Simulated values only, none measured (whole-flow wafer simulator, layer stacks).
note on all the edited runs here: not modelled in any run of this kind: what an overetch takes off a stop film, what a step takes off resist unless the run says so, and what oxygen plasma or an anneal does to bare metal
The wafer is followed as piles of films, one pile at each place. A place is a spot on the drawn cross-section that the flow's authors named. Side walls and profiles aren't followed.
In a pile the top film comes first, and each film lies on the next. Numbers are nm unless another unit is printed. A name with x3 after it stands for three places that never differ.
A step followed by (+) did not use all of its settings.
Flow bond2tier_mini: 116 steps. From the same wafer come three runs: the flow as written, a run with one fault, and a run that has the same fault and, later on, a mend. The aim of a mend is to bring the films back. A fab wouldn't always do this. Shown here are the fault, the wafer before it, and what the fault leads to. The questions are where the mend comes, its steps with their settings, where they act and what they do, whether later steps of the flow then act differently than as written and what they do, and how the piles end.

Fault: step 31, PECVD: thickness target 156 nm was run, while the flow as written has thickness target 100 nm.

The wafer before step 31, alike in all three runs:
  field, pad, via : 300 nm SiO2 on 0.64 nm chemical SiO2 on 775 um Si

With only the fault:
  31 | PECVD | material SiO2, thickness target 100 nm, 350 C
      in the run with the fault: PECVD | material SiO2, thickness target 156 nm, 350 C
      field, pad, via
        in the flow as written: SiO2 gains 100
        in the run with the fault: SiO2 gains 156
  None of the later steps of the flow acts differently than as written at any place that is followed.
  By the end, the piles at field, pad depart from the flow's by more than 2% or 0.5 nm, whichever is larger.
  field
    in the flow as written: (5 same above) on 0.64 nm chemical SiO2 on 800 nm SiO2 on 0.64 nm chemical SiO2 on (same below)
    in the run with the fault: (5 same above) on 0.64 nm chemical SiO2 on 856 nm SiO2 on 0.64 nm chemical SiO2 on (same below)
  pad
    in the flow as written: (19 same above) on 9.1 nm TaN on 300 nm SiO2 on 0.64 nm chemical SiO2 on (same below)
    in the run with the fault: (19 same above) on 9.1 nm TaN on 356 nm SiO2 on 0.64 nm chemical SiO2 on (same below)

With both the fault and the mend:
  The mend follows step 36.
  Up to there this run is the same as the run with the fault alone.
  36a | STRIP | chemistry O2, over-ash 100% (+)
      field
        KrF resist loses 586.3 (all of it)
  36b | ETCH | chemistry CHF3/CF4-rie, etches SiO2, depth target 56 nm
      field, pad, via
        SiO2 loses 56
  36c | COAT | KrF resist, thickness 600 nm (the flow's step 32, run once more)
      field, pad, via
        KrF resist gains 600 (new film)
  36d | SOFTBAKE | KrF resist (the flow's step 33, run once more)
      does not change any film at any place that is followed
  36e | EXPOSE | photomask APAD, NA 0.6 (the flow's step 34, run once more)
      does not change any film at any place that is followed
  36f | PEB | KrF resist (the flow's step 35, run once more)
      does not change any film at any place that is followed
  36g | DEVELOP | developer TMAH-0.26N, 60 s (the flow's step 36, run once more)
      pad, via
        KrF resist loses 600 (all of it)
      field
        KrF resist loses 13.7
  None of the later steps of the flow acts differently than as written at any place that is followed.
  The piles end the same as the flow's at every place that both follow.
